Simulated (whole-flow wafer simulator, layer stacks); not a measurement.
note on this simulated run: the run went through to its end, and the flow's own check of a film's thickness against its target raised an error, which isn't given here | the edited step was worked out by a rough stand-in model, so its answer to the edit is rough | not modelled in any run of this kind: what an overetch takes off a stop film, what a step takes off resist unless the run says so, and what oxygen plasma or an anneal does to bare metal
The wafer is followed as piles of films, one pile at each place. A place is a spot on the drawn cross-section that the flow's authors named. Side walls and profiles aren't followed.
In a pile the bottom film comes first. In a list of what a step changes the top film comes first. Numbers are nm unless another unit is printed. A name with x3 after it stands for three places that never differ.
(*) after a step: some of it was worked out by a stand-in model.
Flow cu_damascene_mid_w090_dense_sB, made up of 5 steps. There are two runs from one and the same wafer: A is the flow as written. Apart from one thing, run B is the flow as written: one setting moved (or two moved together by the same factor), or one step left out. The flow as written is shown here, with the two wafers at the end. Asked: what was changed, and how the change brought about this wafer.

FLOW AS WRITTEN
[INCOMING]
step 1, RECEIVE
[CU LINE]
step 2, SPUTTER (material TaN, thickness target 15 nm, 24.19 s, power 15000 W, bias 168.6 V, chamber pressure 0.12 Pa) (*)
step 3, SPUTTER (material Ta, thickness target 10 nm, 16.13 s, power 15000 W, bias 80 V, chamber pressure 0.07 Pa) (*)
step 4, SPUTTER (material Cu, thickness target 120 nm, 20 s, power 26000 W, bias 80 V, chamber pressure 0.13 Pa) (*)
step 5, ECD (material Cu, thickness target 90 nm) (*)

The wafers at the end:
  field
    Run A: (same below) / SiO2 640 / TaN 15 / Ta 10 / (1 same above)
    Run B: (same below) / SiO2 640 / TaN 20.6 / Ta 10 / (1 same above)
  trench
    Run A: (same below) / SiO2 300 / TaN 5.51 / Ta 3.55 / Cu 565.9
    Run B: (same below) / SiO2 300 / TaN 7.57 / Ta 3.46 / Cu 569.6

The reason: step 2, SPUTTER: thickness target 20.6 nm was run, though the flow has thickness target 15 nm; step 2, SPUTTER: 33.26 s was run, where the flow has 24.19 s.
One can read it off the wafer: field has TaN 20.6, and step 2 as written asks for 15 nm.

The path from the change to this, step by step:
  step 2, SPUTTER (material TaN, thickness target 15 nm, 24.19 s, power 15000 W, bias 168.6 V, chamber pressure 0.12 Pa) (*)
      field: A TaN gains 15 (new film) | B TaN gains 20.6 (new film)
      trench: A TaN gains 5.51 (new film) | B TaN gains 7.57 (new film)
  step 4, SPUTTER (material Cu, thickness target 120 nm, 20 s, power 26000 W, bias 80 V, chamber pressure 0.13 Pa) (*)
      trench: A Cu gains 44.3 (new film) | B Cu gains 43.4 (new film)
